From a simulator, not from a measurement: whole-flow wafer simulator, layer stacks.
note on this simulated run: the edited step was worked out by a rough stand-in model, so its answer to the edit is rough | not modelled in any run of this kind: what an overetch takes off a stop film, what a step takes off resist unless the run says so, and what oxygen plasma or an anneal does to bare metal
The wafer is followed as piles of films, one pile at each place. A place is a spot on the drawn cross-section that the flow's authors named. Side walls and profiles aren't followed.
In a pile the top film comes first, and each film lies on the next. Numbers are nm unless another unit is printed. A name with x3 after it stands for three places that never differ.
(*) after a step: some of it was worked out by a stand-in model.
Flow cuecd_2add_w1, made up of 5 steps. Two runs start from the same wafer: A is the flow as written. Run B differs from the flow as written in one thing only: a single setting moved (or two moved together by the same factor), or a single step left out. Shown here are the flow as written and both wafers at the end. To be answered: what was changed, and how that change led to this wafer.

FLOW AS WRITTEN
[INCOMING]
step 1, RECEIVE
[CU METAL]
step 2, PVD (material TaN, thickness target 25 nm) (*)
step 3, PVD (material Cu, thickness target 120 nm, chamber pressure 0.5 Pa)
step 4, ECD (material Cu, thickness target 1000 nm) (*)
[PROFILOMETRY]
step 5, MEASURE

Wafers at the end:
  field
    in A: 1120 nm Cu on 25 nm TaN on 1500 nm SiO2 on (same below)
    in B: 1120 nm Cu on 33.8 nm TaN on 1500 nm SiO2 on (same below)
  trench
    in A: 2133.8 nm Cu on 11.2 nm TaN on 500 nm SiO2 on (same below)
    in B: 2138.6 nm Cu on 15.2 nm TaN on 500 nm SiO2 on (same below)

The reason: step 2, PVD: thickness target 33.8 nm was run, whereas the flow has thickness target 25 nm.
The wafer itself shows it: field has TaN 33.8, and step 2 as written asks for 25 nm.

The path from the change to this, step by step:
  step 2, PVD (material TaN, thickness target 25 nm) (*)
      field: A TaN gains 25 (new film) | B TaN gains 33.8 (new film)
      trench: A TaN gains 11.2 (new film) | B TaN gains 15.2 (new film)
